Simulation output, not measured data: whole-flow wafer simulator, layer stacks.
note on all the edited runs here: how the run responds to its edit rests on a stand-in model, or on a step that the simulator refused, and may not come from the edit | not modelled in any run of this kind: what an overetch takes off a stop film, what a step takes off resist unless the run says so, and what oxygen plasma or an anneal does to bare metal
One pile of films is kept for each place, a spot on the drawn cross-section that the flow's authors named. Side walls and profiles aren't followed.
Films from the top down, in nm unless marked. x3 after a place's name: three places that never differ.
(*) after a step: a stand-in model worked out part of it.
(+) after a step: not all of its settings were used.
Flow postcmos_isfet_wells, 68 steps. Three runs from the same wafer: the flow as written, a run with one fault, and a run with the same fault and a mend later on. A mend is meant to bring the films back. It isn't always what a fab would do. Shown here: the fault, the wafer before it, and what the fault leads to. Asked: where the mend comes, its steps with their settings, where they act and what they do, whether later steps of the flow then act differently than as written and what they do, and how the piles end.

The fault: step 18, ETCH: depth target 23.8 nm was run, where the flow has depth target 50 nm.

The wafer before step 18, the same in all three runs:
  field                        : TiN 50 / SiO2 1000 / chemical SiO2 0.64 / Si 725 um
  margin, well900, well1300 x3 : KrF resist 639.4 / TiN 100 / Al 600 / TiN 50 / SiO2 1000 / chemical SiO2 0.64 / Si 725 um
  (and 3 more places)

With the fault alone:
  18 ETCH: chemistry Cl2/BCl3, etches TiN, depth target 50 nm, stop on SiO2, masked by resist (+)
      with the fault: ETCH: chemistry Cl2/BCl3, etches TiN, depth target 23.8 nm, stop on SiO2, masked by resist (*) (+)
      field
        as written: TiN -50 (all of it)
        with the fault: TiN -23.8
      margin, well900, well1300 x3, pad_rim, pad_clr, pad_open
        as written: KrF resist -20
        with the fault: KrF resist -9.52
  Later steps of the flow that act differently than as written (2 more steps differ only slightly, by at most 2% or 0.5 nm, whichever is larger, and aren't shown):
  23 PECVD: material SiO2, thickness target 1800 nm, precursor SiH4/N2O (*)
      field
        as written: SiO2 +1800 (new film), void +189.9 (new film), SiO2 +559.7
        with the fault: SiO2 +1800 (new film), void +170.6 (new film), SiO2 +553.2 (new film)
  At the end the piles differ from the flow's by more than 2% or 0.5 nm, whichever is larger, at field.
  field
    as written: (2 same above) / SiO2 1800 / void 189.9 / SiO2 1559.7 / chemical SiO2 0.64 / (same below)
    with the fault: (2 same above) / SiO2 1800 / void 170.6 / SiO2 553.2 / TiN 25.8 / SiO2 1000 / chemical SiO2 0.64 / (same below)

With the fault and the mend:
  The mend comes after step 18.
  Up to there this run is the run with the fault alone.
  18a ETCH: chemistry Cl2/BCl3, etches TiN, depth target 26.2 nm, stop on SiO2, masked by resist (the flow's step 18 once more, with other settings)
      margin, well900, well1300 x3, pad_rim, pad_clr, pad_open
        KrF resist -10.5
      field
        TiN -26.2 (all of it)
  No later step of the flow acts differently than as written at any place that is followed.
  At the end the piles are the same as the flow's at every place that both follow.
